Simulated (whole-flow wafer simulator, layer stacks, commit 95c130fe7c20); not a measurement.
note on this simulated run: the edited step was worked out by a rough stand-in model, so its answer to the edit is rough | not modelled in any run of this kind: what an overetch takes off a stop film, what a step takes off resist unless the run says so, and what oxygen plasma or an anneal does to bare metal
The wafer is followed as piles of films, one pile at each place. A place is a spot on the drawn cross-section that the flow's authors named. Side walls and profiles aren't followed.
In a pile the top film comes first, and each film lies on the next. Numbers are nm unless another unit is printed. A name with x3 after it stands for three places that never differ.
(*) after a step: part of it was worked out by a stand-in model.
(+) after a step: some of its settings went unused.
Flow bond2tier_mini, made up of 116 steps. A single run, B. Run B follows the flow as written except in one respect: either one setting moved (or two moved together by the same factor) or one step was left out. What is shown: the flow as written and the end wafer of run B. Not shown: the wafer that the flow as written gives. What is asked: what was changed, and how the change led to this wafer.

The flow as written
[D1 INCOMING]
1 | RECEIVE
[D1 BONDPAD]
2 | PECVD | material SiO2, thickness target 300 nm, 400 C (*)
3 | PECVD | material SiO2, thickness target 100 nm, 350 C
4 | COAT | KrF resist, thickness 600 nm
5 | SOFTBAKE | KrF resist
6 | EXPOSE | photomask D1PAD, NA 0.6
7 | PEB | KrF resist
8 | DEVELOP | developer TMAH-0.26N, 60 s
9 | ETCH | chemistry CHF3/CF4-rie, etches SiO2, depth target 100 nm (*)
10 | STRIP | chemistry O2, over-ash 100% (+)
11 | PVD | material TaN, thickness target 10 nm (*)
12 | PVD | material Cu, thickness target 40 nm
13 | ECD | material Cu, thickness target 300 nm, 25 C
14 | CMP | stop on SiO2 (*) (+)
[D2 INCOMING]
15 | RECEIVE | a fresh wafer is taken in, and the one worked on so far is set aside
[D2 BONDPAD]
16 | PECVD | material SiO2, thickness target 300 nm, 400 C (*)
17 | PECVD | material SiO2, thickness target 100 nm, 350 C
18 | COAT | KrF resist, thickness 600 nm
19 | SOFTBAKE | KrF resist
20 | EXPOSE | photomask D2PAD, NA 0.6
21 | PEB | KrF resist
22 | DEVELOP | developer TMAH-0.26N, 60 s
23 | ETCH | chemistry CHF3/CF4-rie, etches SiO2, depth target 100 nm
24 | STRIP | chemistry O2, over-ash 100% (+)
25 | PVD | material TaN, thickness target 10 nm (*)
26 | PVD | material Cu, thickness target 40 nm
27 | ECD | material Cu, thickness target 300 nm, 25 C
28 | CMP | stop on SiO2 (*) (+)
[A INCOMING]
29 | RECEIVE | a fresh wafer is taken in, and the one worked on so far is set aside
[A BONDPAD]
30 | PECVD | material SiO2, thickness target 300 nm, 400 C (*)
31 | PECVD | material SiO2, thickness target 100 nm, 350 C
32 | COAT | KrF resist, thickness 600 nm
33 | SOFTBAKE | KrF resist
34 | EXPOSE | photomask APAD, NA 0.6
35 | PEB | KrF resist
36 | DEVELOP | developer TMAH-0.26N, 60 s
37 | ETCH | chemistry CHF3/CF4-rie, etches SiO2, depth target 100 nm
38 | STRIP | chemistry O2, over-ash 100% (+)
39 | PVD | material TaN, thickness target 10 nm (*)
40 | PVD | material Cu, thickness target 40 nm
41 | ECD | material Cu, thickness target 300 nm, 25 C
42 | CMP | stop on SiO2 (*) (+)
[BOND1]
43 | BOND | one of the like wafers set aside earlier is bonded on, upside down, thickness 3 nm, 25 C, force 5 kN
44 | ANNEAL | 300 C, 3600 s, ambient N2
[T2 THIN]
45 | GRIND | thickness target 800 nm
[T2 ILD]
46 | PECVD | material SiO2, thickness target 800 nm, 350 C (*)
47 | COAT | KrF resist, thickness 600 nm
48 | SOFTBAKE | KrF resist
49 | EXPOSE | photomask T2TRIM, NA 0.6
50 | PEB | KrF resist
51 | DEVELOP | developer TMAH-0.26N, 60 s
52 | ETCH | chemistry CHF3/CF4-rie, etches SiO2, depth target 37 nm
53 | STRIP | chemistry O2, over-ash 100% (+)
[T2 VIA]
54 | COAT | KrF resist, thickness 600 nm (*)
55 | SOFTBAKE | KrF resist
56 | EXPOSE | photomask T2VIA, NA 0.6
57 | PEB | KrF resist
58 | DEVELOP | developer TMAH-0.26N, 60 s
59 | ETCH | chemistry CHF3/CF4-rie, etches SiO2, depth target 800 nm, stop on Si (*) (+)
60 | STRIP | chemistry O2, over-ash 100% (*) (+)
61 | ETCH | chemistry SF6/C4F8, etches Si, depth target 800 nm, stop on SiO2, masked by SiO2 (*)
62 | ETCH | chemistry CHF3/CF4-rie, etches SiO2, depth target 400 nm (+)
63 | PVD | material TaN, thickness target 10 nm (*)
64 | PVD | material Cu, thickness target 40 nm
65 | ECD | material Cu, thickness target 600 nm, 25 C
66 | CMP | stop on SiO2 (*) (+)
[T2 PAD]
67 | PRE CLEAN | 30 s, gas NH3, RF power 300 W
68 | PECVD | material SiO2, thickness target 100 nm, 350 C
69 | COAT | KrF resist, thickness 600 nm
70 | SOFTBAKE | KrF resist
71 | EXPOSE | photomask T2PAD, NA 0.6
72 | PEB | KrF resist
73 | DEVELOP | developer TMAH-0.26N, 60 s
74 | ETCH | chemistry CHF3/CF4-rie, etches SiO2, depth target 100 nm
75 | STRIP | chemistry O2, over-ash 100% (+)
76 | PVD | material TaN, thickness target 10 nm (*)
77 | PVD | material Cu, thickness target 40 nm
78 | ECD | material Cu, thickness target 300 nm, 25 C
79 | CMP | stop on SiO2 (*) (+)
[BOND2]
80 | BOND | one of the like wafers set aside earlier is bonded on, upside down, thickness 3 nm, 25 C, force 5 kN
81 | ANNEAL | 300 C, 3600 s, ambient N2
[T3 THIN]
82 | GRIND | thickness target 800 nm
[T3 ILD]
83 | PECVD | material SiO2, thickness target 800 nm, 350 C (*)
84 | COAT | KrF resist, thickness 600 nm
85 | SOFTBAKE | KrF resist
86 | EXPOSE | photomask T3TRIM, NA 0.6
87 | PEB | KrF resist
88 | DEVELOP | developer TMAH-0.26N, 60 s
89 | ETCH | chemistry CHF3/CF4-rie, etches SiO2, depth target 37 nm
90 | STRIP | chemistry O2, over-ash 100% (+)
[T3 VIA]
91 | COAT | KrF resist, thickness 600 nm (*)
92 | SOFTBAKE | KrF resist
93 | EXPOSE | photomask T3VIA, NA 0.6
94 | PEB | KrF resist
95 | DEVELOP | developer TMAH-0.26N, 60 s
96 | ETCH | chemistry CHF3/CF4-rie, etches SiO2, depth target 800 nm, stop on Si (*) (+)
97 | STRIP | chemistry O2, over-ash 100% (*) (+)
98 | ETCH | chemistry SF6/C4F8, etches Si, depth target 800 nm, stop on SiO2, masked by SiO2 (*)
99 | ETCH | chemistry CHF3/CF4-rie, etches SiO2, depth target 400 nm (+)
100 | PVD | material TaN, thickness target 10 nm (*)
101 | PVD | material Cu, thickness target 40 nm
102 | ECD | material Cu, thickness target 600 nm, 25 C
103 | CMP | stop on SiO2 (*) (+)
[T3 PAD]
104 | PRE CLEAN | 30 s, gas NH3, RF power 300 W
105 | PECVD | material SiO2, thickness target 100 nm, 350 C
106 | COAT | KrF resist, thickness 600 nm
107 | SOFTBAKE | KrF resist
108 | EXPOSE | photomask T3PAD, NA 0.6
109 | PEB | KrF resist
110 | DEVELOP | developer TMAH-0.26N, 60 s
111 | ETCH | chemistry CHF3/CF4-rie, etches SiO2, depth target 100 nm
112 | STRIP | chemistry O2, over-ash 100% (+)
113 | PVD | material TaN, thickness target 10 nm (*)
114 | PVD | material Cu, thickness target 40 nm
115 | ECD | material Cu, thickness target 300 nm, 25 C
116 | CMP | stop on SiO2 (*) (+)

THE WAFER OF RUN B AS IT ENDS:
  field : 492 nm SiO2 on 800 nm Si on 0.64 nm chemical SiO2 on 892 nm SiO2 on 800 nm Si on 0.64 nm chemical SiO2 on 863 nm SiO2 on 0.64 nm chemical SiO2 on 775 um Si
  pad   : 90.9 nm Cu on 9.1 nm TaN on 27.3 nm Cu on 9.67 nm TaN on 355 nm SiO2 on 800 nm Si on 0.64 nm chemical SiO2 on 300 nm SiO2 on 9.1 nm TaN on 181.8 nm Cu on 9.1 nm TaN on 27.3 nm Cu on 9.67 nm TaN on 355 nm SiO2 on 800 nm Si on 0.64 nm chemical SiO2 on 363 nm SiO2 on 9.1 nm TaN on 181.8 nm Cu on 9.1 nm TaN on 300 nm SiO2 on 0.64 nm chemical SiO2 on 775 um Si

What caused this: step 2, PECVD: thickness target 363 nm was run, while the flow as written has thickness target 300 nm.
The wafer lets one read it off: pad has SiO2 363, and step 2 as written asks for 300 nm.

Step by step, how the change led to this:
  2 | PECVD | material SiO2, thickness target 300 nm, 400 C (*)
      field, pad, via: +363 SiO2 (new film) (as written it would have been: +300 SiO2 (new film))
  43 | BOND | one of the like wafers set aside earlier is bonded on, upside down, thickness 3 nm, 25 C, force 5 kN
      field: +775 um Si (new film), +0.64 chemical SiO2 (new film), +463 SiO2 (as written it would have been: +775 um Si (new film), +0.64 chemical SiO2 (new film), +400 SiO2)
      pad: +775 um Si (new film), +0.64 chemical SiO2 (new film), +363 SiO2 (new film), +9.1 TaN (new film), +90.9 Cu (as written it would have been: +775 um Si (new film), +0.64 chemical SiO2 (new film), +300 SiO2 (new film), +9.1 TaN (new film), +90.9 Cu)
      (and at 1 other place as well)
